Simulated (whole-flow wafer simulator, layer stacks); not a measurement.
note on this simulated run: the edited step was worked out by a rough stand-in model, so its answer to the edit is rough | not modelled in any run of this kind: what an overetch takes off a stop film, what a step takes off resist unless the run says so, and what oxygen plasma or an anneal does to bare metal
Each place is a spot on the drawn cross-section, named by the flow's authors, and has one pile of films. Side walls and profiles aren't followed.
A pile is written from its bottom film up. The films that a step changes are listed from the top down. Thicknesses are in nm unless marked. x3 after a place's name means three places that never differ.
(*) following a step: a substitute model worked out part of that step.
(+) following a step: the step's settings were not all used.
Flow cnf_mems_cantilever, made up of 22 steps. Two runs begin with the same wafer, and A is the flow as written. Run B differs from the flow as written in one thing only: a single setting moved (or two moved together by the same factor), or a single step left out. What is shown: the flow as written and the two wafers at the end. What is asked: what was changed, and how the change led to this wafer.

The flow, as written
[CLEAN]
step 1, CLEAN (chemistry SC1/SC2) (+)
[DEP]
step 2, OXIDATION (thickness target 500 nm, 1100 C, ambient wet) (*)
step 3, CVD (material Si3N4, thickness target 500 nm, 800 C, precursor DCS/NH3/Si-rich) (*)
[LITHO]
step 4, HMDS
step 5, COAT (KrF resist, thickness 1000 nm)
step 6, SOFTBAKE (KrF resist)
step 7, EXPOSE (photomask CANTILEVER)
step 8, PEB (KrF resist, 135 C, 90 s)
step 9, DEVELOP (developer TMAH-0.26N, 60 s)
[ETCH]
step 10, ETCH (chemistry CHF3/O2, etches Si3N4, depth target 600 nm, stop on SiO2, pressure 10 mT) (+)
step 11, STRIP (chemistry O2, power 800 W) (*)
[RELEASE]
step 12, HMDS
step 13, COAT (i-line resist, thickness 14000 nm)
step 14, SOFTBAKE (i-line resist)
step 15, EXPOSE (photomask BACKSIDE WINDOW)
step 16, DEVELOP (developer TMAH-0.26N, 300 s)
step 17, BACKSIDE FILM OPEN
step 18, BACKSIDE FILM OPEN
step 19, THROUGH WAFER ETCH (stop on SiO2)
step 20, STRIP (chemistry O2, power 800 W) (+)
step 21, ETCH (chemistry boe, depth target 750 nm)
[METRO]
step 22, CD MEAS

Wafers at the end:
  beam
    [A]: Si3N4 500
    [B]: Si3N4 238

What caused this: step 3, CVD: thickness target 238 nm was run, though the flow has thickness target 500 nm.
The wafer lets one read it off: beam has Si3N4 238, and step 3 as written asks for 500 nm.

The path from the change to this, step by step:
  step 3, CVD (material Si3N4, thickness target 500 nm, 800 C, precursor DCS/NH3/Si-rich) (*)
      field, beam: A Si3N4 gains 500 (new film) | B Si3N4 gains 238 (new film)
  step 10, ETCH (chemistry CHF3/O2, etches Si3N4, depth target 600 nm, stop on SiO2, pressure 10 mT) (+)
      field: A Si3N4 loses 500 (all of it) | B Si3N4 loses 238 (all of it)
      beam: A KrF resist loses 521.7 | B KrF resist loses 310.4
  step 11, STRIP (chemistry O2, power 800 W) (*)
      beam: A KrF resist loses 419.9 (all of it) | B KrF resist loses 631.2 (all of it)
